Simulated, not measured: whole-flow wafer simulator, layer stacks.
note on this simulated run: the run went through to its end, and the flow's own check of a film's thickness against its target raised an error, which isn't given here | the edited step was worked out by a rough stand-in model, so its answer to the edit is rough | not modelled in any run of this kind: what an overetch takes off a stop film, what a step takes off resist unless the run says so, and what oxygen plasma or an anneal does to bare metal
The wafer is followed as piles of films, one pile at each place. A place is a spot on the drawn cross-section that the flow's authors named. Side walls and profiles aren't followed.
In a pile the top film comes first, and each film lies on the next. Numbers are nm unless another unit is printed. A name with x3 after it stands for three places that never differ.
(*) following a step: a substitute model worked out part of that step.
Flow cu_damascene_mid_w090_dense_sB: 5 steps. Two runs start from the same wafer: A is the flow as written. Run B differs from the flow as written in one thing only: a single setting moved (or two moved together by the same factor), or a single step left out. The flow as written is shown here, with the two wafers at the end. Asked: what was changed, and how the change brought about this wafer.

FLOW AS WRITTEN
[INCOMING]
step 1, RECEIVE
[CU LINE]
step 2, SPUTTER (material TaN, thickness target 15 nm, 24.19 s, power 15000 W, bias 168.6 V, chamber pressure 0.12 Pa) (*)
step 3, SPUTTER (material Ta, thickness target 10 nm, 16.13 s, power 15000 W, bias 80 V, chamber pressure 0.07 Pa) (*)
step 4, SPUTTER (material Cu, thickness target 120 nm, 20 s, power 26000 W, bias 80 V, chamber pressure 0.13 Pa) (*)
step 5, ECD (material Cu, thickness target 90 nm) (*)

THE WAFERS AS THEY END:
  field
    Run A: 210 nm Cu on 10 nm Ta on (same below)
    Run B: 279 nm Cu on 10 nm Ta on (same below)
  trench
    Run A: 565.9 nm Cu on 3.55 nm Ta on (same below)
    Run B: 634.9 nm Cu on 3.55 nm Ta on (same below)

The reason: step 4, SPUTTER: thickness target 189 nm was run, while the flow as written has thickness target 120 nm; step 4, SPUTTER: 31.5 s was run, where the flow has 20 s.

How this came from the change, step by step:
  step 4, SPUTTER (material Cu, thickness target 120 nm, 20 s, power 26000 W, bias 80 V, chamber pressure 0.13 Pa) (*)
      field: A +120 Cu (new film) | B +189 Cu (new film)
      trench: A +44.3 Cu (new film) | B +69.8 Cu (new film)
  step 5, ECD (material Cu, thickness target 90 nm) (*)
      trench: A +521.6 Cu | B +565.1 Cu
